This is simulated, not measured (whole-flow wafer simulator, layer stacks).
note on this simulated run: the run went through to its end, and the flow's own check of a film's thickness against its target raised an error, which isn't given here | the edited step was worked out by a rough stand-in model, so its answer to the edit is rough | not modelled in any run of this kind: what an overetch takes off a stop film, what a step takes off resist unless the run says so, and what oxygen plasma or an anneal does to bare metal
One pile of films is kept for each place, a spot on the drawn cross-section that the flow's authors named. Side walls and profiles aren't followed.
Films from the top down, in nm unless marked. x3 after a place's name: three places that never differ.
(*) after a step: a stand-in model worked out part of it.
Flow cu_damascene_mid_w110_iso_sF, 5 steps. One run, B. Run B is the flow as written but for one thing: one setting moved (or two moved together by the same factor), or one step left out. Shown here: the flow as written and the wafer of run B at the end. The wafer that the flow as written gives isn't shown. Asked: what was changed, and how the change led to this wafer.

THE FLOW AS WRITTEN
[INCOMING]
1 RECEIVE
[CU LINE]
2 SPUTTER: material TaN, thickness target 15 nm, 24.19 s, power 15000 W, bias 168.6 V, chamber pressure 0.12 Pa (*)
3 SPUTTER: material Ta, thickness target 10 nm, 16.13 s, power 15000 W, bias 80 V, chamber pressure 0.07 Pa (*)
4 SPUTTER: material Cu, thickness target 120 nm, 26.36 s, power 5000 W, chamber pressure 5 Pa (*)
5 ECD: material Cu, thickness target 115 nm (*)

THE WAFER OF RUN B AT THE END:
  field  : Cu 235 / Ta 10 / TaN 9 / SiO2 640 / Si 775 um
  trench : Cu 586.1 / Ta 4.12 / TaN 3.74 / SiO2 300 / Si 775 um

The cause: step 2, SPUTTER: thickness target 9 nm was run, where the flow has thickness target 15 nm; step 2, SPUTTER: 14.51 s was run, where the flow has 24.19 s.
It can be read off the wafer: field has TaN 9, and step 2 as written asks for 15 nm.

How the change led to this, step by step:
  2 SPUTTER: material TaN, thickness target 15 nm, 24.19 s, power 15000 W, bias 168.6 V, chamber pressure 0.12 Pa (*)
      field: TaN +9 (new film) (as written it would be: TaN +15 (new film))
      trench: TaN +3.74 (new film) (as written it would be: TaN +6.23 (new film))
